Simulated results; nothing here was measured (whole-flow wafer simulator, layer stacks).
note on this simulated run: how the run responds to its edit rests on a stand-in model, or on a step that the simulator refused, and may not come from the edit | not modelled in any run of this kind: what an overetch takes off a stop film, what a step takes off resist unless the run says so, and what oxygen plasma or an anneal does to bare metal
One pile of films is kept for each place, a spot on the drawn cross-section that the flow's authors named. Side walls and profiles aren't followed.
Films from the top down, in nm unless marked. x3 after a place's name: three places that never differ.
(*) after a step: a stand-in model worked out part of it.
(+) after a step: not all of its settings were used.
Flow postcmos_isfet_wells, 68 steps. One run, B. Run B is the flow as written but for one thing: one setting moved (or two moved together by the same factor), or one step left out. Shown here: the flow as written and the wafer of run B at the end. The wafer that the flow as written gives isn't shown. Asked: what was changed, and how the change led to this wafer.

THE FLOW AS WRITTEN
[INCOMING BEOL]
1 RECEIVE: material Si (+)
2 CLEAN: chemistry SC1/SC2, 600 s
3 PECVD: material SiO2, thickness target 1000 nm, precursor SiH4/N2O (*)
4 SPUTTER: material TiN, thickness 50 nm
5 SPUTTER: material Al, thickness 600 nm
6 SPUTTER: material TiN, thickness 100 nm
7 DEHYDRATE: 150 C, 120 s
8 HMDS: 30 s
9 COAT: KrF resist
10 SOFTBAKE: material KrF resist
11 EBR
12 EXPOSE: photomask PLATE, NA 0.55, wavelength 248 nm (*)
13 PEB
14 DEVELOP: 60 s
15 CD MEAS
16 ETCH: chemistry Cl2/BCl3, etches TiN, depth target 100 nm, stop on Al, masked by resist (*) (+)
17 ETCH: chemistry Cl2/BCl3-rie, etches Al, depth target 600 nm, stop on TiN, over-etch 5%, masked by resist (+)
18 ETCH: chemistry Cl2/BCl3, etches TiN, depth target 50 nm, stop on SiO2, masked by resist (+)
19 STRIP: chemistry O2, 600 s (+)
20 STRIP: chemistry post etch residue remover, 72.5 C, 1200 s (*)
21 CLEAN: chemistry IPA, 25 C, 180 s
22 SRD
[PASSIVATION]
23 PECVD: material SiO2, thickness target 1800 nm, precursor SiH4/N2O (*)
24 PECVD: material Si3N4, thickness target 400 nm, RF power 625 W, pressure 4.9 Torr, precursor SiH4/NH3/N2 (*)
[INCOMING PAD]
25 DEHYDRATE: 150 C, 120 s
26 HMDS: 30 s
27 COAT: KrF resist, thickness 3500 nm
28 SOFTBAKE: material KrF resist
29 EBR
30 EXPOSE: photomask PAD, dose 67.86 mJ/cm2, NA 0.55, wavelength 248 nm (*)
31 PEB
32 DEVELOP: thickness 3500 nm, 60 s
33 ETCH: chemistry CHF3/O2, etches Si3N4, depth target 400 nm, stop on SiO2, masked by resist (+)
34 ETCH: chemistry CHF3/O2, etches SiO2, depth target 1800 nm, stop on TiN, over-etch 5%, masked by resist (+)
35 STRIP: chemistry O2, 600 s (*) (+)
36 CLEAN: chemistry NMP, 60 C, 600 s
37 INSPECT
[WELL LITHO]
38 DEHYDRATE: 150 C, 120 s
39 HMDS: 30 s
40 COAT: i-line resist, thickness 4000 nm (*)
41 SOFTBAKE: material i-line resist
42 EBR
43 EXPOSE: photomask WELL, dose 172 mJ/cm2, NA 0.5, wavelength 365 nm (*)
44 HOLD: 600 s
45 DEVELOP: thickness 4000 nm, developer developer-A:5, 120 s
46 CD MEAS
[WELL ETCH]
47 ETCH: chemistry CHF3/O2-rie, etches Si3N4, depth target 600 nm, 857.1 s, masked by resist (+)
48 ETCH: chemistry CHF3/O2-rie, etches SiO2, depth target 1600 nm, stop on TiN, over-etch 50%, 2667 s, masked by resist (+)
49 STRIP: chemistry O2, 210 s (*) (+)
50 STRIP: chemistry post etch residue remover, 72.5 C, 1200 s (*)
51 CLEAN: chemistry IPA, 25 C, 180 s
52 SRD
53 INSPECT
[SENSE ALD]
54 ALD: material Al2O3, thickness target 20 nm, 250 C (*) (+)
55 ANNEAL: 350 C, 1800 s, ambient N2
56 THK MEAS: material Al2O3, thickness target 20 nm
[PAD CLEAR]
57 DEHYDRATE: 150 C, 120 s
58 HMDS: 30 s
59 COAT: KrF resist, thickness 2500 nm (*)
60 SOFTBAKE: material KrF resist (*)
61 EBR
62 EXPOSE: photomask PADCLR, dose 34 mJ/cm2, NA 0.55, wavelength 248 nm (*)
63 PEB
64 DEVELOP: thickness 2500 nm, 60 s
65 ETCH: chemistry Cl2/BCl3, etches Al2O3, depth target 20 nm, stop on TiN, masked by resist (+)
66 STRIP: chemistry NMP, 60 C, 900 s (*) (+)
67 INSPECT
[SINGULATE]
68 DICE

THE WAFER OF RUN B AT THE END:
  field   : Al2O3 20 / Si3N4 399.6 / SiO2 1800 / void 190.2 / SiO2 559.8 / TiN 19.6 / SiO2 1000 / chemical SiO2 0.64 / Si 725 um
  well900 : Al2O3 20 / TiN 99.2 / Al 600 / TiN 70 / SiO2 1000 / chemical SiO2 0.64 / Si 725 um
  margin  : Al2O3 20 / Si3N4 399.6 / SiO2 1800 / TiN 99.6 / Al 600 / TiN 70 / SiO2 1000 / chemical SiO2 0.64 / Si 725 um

The cause: step 4, SPUTTER: thickness 70 nm was run, where the flow has thickness 50 nm.
It can be read off the wafer: well900 has TiN 70, and step 4 as written asks for 50 nm.

How the change led to this, step by step:
  4 SPUTTER: material TiN, thickness 50 nm
      field, margin, well900 and 6 more: TiN +70 (new film) (as written it would be: TiN +50 (new film))
  18 ETCH: chemistry Cl2/BCl3, etches TiN, depth target 50 nm, stop on SiO2, masked by resist (+)
      field: TiN -50 (as written it would be: TiN -50 (all of it))
  23 PECVD: material SiO2, thickness target 1800 nm, precursor SiH4/N2O (*)
      field: SiO2 +1800 (new film), void +190.2 (new film), SiO2 +559.8 (new film) (as written it would be: SiO2 +1800 (new film), void +189.9 (new film), SiO2 +559.7)
Counting metal films that touch as one body, field has 1 body; the flow as written gives 0 bodies.
